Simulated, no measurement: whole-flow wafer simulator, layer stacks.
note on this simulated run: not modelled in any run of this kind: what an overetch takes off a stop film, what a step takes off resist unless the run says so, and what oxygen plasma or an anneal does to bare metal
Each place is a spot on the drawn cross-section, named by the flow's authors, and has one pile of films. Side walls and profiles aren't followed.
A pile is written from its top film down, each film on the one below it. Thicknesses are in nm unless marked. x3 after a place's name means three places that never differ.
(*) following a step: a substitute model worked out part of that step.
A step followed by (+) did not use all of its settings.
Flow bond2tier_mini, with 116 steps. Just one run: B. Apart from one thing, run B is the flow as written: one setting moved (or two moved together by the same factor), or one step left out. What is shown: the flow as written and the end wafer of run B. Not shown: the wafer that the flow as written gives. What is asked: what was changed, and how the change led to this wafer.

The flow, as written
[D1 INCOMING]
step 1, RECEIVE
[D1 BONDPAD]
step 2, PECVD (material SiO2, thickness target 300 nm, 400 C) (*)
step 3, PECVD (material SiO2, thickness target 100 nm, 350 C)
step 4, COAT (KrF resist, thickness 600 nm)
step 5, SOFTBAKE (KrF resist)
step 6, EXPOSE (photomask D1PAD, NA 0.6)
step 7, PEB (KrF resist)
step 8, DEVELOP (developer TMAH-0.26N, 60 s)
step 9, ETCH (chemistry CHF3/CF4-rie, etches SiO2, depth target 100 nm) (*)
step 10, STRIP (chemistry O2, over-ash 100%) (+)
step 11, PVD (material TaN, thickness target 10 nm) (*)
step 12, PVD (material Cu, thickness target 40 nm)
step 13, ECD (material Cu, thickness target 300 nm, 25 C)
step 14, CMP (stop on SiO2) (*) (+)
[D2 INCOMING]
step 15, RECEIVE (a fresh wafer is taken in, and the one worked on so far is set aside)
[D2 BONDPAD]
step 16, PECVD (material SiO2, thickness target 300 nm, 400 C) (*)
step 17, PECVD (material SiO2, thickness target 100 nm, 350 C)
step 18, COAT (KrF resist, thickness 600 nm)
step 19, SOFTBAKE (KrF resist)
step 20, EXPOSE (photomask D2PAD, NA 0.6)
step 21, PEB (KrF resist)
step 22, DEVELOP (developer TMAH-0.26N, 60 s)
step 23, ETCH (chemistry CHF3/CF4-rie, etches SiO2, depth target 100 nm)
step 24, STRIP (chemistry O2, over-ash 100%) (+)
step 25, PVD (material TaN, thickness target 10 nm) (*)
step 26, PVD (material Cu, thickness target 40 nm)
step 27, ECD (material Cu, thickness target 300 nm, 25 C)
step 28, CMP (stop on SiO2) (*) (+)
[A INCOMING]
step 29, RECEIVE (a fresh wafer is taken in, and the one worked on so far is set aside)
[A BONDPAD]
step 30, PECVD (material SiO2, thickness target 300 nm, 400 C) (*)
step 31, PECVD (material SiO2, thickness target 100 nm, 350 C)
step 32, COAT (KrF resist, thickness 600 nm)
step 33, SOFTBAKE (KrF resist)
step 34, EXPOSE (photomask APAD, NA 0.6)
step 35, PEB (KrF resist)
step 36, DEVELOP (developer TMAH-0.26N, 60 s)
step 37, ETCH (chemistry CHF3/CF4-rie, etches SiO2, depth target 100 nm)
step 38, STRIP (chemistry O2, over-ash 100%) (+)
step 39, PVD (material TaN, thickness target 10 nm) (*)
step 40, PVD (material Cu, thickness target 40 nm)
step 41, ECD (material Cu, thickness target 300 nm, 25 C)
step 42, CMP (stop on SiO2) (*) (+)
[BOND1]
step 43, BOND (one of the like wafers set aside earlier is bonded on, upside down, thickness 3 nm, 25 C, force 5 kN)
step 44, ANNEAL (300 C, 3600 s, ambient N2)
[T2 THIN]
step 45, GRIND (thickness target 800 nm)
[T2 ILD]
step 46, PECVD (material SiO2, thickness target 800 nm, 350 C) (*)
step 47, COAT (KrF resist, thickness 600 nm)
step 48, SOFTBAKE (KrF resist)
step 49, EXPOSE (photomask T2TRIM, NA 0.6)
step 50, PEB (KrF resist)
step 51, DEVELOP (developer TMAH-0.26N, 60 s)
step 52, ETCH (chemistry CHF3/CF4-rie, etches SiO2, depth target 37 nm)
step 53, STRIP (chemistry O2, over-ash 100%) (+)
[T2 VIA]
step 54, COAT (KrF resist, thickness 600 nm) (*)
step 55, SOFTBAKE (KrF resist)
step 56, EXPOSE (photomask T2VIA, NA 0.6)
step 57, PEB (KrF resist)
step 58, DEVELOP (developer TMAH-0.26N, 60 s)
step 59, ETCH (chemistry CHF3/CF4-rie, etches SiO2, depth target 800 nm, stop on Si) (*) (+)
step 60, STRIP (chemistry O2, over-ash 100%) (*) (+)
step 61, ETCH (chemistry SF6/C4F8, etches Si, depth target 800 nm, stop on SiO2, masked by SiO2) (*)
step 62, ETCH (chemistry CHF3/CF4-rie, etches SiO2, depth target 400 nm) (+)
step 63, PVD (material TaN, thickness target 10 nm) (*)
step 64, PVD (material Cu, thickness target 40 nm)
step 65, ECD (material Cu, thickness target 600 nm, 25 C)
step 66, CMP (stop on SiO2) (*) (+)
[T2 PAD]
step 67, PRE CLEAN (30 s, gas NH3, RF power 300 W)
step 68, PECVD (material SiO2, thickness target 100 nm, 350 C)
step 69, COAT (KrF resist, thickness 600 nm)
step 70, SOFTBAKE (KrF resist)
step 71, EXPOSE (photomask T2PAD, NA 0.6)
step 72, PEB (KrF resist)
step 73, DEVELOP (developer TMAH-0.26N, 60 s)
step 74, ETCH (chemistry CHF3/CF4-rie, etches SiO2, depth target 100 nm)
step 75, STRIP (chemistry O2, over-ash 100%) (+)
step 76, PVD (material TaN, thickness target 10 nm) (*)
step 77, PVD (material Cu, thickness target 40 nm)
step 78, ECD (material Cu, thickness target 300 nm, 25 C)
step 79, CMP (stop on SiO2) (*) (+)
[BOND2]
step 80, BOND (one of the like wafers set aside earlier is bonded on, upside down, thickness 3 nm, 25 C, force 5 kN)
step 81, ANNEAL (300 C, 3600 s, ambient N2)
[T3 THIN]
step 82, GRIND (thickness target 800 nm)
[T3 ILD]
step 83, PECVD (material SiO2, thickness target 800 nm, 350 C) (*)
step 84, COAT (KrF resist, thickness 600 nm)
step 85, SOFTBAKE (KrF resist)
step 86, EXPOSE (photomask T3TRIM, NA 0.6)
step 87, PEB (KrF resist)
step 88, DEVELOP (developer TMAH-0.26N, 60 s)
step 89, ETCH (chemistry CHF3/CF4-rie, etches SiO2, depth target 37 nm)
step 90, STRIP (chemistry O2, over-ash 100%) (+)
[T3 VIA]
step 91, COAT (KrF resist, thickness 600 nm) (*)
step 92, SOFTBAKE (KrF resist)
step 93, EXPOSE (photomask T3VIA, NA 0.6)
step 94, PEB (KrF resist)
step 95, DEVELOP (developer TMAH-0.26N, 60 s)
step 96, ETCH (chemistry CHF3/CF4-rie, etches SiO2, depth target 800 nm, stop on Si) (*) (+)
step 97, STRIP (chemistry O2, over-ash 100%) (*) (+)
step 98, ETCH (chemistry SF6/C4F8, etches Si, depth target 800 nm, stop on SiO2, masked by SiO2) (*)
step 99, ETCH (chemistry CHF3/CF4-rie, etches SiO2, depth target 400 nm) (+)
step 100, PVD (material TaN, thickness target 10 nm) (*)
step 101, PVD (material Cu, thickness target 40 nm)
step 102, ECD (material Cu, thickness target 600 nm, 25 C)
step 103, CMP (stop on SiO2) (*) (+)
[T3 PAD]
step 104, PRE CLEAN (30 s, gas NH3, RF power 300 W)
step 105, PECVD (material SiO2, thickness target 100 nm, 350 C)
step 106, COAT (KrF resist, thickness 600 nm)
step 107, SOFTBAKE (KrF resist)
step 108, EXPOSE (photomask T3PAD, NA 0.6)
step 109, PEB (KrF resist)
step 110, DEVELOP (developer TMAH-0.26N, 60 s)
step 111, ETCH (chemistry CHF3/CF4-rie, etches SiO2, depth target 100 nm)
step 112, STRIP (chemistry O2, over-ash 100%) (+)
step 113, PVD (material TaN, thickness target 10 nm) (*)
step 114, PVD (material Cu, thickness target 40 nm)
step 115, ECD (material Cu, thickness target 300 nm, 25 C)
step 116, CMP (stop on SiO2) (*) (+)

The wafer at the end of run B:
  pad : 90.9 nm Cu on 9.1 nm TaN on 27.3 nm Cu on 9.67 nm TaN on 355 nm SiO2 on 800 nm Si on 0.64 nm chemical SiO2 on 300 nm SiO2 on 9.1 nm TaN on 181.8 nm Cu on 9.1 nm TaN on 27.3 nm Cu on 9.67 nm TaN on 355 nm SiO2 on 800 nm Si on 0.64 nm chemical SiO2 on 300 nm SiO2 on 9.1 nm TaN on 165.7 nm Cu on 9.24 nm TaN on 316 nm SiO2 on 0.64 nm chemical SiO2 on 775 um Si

The reason: step 37, ETCH: depth target 84 nm was run, while the flow as written has depth target 100 nm.

How this came from the change, step by step:
  step 37, ETCH (chemistry CHF3/CF4-rie, etches SiO2, depth target 100 nm)
      pad, via: SiO2 loses 84 (as written it would have been: SiO2 loses 100)
      field: KrF resist loses 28 (as written it would have been: KrF resist loses 33.3)
  step 41, ECD (material Cu, thickness target 300 nm, 25 C)
      pad: Cu gains 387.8 (as written it would have been: Cu gains 404.5)
      via: Cu gains 384.1 (as written it would have been: Cu gains 400.2)
